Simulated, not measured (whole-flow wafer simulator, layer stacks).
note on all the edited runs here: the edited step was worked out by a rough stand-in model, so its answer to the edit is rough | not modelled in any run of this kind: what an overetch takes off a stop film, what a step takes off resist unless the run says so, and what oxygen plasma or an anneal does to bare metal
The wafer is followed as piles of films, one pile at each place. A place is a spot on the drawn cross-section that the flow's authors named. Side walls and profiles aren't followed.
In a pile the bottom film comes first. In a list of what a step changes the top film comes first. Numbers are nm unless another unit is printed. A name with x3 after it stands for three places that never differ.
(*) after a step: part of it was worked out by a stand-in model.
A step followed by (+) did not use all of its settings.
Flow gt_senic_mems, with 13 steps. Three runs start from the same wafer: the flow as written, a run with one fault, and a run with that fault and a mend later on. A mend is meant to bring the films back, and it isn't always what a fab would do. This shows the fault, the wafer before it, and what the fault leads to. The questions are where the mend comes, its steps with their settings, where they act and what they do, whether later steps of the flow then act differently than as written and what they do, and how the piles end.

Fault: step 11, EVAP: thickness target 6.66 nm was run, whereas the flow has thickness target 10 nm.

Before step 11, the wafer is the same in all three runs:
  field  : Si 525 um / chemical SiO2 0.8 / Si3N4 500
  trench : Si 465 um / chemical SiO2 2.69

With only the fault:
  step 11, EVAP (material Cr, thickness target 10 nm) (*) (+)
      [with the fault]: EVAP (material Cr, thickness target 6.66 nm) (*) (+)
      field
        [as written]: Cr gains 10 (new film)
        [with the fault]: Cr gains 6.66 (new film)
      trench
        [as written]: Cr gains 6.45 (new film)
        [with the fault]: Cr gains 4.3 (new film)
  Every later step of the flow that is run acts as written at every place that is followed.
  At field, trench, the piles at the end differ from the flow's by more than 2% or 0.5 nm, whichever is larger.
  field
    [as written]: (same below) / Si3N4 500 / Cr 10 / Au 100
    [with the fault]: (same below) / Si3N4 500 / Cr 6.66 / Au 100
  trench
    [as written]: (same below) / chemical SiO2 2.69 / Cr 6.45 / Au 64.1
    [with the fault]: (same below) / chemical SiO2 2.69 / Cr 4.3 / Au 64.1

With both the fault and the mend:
  The mend stands after step 11.
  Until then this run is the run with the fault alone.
  step 11a, EVAP (material Cr, thickness target 3.34 nm) (*) (+) (the flow's step 11, run once more with other settings)
      field
        Cr gains 3.34
      trench
        Cr gains 2.16
  Every later step of the flow that is run acts as written at every place that is followed.
  When the end is reached, the piles differ only a little from the flow's at the places that both follow, at most by 2% or 0.5 nm, whichever is larger.
